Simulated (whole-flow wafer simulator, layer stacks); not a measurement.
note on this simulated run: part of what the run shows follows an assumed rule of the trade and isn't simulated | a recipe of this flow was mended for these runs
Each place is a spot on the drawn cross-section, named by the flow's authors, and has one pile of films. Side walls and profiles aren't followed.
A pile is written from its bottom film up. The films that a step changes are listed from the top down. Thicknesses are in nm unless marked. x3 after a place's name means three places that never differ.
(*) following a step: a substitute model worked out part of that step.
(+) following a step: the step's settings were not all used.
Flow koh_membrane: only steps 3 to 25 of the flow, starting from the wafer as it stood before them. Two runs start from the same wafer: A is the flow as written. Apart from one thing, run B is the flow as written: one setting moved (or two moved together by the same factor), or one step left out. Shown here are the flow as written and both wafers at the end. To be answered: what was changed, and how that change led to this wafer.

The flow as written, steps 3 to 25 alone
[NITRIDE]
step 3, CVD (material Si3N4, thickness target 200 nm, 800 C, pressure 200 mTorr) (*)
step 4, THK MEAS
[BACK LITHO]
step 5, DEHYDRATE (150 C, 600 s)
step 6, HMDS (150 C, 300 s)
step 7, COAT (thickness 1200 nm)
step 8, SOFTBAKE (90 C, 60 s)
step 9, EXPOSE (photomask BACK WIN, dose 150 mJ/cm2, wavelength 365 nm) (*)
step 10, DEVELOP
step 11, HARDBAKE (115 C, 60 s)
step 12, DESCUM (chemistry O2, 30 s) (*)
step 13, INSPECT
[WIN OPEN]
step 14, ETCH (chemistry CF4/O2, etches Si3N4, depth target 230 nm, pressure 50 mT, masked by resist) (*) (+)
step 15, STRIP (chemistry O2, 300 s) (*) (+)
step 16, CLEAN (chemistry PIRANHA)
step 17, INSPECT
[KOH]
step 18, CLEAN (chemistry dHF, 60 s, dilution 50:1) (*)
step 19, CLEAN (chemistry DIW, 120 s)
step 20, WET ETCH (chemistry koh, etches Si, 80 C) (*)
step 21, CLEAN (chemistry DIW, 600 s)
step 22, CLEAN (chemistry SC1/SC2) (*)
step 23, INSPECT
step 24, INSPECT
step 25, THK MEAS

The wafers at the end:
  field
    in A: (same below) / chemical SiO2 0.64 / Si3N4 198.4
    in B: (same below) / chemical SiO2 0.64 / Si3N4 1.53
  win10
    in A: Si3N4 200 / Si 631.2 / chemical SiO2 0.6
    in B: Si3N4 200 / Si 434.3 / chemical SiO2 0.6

What caused this: step 3, CVD: 605 C was run, while the flow as written has 800 C.

How this came from the change, step by step:
  step 3, CVD (material Si3N4, thickness target 200 nm, 800 C, pressure 200 mTorr) (*)
      field, win20 x4, win10: A +200 Si3N4 (new film) | B +3.11 Si3N4 (new film)
  step 14, ETCH (chemistry CF4/O2, etches Si3N4, depth target 230 nm, pressure 50 mT, masked by resist) (*) (+)
      win20 x4, win10: A -200 Si3N4 (all of it), -0.64 chemical SiO2 (all of it), -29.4 Si | B -3.11 Si3N4 (all of it), -0.64 chemical SiO2 (all of it), -226.2 Si
  step 20, WET ETCH (chemistry koh, etches Si, 80 C) (*)
      win20 x4: A -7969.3 Si (all of it) | B -7772.4 Si (all of it)
